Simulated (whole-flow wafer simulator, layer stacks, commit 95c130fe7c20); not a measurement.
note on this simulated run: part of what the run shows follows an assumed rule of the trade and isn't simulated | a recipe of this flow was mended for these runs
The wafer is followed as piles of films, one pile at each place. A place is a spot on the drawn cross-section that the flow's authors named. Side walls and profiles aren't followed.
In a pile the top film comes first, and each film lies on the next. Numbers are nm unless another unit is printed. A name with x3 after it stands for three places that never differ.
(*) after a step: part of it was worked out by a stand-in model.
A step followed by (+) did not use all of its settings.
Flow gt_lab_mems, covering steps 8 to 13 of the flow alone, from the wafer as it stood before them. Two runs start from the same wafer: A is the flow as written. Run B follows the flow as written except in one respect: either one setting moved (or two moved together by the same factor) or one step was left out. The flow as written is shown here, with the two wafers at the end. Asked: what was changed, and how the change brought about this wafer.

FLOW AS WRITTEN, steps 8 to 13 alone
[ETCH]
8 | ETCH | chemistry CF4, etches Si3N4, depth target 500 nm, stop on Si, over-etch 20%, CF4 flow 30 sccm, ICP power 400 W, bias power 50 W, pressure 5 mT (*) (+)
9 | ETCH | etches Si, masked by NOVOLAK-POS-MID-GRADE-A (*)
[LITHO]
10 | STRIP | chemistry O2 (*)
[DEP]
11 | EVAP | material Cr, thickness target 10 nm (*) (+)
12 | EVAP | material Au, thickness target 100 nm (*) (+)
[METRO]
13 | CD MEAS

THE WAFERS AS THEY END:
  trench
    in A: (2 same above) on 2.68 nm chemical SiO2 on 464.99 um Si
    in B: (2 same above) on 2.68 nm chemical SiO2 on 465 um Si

Cause: step 8, ETCH: over-etch 15.2% was run, while the flow as written has over-etch 20%.

The path from the change to this, step by step:
  8 | ETCH | chemistry CF4, etches Si3N4, depth target 500 nm, stop on Si, over-etch 20%, CF4 flow 30 sccm, ICP power 400 W, bias power 50 W, pressure 5 mT (*) (+)
      field: A -400 g/i-line-resist | B -384 g/i-line-resist
      trench: A -500 Si3N4 (all of it), -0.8 chemical SiO2 (all of it), -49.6 Si | B -500 Si3N4 (all of it), -0.8 chemical SiO2 (all of it), -37.6 Si
